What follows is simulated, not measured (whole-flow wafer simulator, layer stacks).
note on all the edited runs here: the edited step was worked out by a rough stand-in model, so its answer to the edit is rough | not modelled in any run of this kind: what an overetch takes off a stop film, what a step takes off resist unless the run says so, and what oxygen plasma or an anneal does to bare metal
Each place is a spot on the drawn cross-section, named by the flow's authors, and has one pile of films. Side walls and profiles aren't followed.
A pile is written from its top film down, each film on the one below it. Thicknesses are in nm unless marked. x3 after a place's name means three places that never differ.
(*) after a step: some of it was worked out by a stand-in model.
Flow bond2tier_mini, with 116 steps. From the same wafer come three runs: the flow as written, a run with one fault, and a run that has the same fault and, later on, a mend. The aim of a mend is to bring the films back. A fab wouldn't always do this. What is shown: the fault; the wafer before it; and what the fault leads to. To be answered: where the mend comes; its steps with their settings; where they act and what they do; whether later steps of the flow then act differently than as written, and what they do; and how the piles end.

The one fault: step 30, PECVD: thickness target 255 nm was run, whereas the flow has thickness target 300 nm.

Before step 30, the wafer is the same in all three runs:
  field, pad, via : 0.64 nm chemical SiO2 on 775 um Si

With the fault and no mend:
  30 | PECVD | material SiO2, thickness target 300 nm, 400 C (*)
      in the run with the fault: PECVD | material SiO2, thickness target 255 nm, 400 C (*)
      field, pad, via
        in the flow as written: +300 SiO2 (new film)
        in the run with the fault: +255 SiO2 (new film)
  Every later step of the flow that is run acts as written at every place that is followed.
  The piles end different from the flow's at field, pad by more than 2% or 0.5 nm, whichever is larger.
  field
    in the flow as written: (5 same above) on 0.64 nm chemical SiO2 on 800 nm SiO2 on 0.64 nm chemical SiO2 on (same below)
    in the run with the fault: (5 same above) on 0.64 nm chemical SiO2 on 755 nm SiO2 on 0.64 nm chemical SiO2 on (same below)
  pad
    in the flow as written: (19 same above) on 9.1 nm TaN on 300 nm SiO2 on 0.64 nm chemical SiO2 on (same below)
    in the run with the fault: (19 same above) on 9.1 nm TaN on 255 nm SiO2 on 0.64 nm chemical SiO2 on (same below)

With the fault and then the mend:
  The mend stands after step 30.
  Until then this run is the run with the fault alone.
  30a | PECVD | material SiO2, thickness target 45 nm, 400 C (the flow's step 30, run once more with other settings)
      field, pad, via
        +45 SiO2
  Every later step of the flow that is run acts as written at every place that is followed.
  At every place that both follow, the piles at the end match the flow's.
